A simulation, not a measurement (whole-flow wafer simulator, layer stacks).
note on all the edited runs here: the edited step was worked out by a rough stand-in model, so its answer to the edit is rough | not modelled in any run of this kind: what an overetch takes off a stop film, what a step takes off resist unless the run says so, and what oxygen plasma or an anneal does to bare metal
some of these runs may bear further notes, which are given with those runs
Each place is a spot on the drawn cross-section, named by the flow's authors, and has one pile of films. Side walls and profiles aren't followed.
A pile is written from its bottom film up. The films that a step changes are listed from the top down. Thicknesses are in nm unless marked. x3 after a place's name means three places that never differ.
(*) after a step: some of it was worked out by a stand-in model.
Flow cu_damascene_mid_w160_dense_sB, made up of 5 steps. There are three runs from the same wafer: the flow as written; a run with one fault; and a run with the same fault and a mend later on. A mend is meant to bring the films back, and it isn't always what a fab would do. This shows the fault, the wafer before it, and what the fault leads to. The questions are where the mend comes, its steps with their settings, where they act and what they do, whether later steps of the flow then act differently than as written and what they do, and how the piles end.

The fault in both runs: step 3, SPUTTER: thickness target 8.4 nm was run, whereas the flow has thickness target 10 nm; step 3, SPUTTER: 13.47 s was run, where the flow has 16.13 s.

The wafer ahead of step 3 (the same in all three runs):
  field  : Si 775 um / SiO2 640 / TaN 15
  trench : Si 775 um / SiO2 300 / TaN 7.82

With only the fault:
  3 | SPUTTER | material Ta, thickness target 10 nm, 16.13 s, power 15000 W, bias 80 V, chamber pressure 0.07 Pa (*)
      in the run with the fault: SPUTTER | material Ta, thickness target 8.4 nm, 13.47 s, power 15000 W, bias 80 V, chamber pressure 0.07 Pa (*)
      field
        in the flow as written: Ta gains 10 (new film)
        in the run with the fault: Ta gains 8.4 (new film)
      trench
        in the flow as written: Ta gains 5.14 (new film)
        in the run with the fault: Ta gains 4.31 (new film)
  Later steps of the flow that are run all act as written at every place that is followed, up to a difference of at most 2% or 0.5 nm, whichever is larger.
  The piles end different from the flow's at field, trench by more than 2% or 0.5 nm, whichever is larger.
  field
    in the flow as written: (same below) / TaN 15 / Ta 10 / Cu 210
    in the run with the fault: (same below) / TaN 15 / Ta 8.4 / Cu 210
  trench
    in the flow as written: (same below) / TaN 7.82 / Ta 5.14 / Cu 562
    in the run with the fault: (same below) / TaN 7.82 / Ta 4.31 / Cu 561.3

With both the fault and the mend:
  The mend stands after step 3.
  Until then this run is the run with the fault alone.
  3a | SPUTTER | material Ta, thickness target 1.65 nm, 2.661 s, power 15000 W, bias 80 V, chamber pressure 0.07 Pa (*) (the flow's step 3, run once more with other settings)
      field
        Ta gains 1.65
      trench
        Ta gains 0.83
  Later steps of the flow that are run all act as written at every place that is followed, up to a difference of at most 2% or 0.5 nm, whichever is larger.
  When the end is reached, the piles differ only a little from the flow's at the places that both follow, at most by 2% or 0.5 nm, whichever is larger.
